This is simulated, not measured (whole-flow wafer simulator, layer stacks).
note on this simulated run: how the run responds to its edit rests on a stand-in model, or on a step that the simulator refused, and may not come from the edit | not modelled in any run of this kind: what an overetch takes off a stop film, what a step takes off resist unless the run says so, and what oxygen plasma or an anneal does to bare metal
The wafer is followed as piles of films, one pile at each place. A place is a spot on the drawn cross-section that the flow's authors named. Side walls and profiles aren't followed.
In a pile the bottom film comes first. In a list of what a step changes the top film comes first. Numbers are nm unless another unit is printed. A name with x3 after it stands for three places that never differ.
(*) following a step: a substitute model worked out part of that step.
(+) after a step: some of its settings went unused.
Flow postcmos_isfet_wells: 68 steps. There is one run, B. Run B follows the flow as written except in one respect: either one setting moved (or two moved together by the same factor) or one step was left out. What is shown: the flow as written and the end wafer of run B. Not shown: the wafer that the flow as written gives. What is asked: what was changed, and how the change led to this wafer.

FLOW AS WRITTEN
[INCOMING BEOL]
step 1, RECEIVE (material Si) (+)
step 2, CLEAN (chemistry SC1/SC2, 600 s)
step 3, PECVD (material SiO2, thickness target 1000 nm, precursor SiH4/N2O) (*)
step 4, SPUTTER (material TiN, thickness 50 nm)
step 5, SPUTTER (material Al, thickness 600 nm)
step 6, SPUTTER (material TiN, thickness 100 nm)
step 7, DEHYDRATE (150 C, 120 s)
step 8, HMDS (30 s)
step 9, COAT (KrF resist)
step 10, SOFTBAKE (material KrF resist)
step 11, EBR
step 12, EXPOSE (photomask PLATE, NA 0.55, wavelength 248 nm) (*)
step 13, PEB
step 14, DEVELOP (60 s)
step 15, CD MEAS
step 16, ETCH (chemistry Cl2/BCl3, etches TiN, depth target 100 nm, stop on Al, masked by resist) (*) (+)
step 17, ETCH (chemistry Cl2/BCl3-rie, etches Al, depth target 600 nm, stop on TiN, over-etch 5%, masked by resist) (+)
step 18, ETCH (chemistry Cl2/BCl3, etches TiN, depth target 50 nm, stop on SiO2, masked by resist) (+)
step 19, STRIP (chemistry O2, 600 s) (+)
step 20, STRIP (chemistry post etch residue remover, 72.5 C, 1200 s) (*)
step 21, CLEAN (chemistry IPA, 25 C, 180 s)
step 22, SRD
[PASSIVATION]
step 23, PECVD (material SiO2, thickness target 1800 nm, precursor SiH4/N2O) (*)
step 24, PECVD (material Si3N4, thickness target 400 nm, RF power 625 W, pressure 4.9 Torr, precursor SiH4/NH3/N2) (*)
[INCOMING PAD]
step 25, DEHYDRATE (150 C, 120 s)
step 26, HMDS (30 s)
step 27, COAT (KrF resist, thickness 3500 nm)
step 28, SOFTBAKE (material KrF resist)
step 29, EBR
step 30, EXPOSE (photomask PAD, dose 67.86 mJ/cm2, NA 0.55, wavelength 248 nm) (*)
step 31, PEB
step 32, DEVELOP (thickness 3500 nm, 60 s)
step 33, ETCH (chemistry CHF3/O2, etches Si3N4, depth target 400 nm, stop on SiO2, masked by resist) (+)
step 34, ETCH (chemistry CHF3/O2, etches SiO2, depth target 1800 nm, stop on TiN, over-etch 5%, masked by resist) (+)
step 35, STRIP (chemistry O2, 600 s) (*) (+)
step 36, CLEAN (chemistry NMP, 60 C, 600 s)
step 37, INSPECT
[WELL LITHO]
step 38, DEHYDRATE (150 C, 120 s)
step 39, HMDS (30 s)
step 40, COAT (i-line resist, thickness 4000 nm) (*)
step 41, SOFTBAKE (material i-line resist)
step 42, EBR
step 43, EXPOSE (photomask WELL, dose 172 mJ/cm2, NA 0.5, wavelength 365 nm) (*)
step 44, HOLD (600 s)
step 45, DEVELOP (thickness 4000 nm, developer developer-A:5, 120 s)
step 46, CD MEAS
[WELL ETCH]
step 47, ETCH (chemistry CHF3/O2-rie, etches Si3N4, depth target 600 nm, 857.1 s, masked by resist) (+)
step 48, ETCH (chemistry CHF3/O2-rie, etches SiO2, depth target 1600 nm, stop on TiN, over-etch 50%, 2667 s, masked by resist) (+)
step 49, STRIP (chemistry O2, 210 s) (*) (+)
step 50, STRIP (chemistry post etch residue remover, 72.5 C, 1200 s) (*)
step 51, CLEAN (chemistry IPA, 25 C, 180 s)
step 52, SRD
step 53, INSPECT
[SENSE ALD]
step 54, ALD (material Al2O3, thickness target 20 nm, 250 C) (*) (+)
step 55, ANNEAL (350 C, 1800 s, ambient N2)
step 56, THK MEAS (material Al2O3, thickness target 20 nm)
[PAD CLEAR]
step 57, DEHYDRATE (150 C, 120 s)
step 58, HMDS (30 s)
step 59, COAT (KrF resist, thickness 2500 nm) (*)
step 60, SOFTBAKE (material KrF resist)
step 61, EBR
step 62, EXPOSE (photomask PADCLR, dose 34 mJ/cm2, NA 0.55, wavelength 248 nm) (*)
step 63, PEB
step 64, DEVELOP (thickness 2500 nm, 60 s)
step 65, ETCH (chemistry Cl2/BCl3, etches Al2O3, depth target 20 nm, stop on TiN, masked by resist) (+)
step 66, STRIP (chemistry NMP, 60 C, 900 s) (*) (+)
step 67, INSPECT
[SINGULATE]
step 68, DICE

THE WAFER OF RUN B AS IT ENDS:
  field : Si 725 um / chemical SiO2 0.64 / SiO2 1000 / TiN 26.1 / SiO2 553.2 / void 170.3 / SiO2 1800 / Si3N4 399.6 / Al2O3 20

What caused this: step 18, ETCH: depth target 23.5 nm was run, whereas the flow has depth target 50 nm.

The path from the change to this, step by step:
  step 18, ETCH (chemistry Cl2/BCl3, etches TiN, depth target 50 nm, stop on SiO2, masked by resist) (+)
      field: -23.5 TiN (it would be, as written: -50 TiN (all of it))
      margin, well900, well1300 x3, pad_rim, pad_clr, pad_open: -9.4 KrF resist (it would be, as written: -20 KrF resist)
  step 23, PECVD (material SiO2, thickness target 1800 nm, precursor SiH4/N2O) (*)
      field: +1800 SiO2 (new film), +170.3 void (new film), +553.2 SiO2 (new film) (it would be, as written: +1800 SiO2 (new film), +189.9 void (new film), +559.7 SiO2)
If metal films that touch count as one body, field has 1 body; the flow as written gives 0 bodies.
